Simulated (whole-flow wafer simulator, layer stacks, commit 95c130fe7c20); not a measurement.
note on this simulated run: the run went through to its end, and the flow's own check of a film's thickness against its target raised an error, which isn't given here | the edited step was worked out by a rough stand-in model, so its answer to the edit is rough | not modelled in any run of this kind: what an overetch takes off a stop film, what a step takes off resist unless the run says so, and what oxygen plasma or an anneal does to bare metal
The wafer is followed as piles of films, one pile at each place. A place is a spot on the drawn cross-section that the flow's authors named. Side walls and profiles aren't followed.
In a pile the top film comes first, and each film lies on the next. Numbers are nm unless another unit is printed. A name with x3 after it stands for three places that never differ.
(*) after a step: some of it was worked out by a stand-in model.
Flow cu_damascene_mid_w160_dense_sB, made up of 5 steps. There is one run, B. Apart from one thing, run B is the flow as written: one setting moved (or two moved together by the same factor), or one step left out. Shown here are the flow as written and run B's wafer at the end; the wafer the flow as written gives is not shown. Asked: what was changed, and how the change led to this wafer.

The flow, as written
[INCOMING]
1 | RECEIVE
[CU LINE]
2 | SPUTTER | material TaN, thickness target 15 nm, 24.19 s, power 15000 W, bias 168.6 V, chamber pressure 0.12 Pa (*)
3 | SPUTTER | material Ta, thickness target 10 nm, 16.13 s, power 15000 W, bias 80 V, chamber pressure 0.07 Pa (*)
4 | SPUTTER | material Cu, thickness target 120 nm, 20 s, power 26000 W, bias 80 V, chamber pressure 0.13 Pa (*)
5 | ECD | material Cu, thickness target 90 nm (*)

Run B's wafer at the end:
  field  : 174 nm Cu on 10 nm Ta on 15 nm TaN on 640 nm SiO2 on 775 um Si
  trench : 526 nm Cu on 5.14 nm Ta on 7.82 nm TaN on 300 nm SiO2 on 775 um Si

Cause: step 4, SPUTTER: 14 s was run, whereas the flow has 20 s.

Step by step, how the change led to this:
  4 | SPUTTER | material Cu, thickness target 120 nm, 20 s, power 26000 W, bias 80 V, chamber pressure 0.13 Pa (*)
      field: +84 Cu (new film) (it would be, as written: +120 Cu (new film))
      trench: +43.4 Cu (new film) (it would be, as written: +62 Cu (new film))
  5 | ECD | material Cu, thickness target 90 nm (*)
      trench: +482.6 Cu (it would be, as written: +500 Cu)
